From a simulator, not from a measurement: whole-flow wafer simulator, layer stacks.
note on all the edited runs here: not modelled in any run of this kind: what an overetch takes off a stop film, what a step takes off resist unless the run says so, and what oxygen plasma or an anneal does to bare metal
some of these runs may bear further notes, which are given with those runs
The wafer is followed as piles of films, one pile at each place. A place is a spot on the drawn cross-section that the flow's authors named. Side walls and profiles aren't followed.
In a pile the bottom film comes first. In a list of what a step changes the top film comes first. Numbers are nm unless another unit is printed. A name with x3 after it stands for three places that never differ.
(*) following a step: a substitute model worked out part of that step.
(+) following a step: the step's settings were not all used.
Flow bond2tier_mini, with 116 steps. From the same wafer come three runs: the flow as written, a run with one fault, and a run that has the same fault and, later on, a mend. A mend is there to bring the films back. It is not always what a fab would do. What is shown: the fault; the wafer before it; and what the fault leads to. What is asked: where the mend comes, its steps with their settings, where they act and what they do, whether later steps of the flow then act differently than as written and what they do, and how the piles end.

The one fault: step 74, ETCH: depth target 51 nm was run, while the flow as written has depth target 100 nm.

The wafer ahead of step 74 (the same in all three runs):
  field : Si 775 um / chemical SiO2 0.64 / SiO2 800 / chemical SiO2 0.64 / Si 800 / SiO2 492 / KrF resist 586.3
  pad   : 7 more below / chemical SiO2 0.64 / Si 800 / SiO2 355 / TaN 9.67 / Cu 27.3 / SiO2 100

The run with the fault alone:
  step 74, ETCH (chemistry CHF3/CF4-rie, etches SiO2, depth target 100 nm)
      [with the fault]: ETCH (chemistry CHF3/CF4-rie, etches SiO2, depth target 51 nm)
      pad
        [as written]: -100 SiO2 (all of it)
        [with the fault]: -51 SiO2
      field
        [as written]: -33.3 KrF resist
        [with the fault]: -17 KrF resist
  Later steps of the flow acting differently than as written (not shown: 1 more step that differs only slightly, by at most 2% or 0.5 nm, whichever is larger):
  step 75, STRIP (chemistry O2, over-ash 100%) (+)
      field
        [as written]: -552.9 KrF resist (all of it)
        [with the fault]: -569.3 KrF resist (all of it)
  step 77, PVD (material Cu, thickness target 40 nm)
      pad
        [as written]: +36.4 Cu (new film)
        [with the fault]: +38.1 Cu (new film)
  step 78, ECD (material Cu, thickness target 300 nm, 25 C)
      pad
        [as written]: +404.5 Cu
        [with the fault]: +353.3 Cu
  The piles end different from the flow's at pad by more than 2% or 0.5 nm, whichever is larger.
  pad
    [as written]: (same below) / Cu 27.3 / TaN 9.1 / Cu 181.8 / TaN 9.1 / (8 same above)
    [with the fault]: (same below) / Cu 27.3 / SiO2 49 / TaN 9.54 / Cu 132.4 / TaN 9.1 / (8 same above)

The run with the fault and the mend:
  The mend stands after step 75.
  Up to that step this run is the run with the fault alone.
  step 75a, COAT (KrF resist, thickness 600 nm) (*) (the flow's step 69 again)
      field
        +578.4 KrF resist (new film)
      pad
        +622.6 KrF resist (new film)
  step 75b, SOFTBAKE (KrF resist) (the flow's step 70 again)
      does not change any film at any place that is followed
  step 75c, EXPOSE (photomask T2PAD, NA 0.6) (the flow's step 71 again)
      does not change any film at any place that is followed
  step 75d, PEB (KrF resist) (the flow's step 72 again)
      does not change any film at any place that is followed
  step 75e, DEVELOP (developer TMAH-0.26N, 60 s) (the flow's step 73 again)
      field
        -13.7 KrF resist
      pad
        -622.6 KrF resist (all of it)
  step 75f, ETCH (chemistry CHF3/CF4-rie, etches SiO2, depth target 49 nm) (the flow's step 74 again, with other settings)
      field
        -16.3 KrF resist
      pad
        -49 SiO2 (all of it)
  step 75g, STRIP (chemistry O2, over-ash 100%) (+) (the flow's step 75 again)
      field
        -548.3 KrF resist (all of it)
  None of the later steps of the flow acts differently than as written at any place that is followed.
  By the end, the piles equal the flow's at every place that both follow.
